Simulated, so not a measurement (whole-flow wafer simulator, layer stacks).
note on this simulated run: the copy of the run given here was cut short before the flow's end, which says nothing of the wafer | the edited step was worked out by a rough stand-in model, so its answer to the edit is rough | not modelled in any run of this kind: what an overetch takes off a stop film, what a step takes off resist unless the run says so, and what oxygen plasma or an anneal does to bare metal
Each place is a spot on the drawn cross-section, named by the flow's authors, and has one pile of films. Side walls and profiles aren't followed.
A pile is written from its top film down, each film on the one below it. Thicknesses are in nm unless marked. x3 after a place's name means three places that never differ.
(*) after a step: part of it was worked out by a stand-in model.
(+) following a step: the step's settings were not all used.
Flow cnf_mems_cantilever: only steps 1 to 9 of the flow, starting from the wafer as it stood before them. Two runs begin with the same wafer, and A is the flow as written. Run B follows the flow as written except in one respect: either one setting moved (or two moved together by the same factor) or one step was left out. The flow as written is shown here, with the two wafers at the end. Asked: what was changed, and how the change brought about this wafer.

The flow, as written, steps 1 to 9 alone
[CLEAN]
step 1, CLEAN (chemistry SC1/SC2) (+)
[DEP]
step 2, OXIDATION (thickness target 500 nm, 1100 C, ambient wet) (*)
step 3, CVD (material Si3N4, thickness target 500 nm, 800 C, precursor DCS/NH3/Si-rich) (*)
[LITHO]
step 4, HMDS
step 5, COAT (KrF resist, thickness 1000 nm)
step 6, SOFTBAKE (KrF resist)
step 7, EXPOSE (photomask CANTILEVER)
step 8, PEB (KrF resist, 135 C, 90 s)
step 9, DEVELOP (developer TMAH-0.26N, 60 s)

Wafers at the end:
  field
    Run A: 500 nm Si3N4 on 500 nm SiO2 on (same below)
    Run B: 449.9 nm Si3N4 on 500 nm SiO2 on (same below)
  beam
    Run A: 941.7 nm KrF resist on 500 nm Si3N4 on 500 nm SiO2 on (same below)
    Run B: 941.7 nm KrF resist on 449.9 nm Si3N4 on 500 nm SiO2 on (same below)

The reason: step 3, CVD: 792 C was run, though the flow has 800 C.

How this came from the change, step by step:
  step 3, CVD (material Si3N4, thickness target 500 nm, 800 C, precursor DCS/NH3/Si-rich) (*)
      field, beam: A Si3N4 gains 500 (new film) | B Si3N4 gains 449.9 (new film)
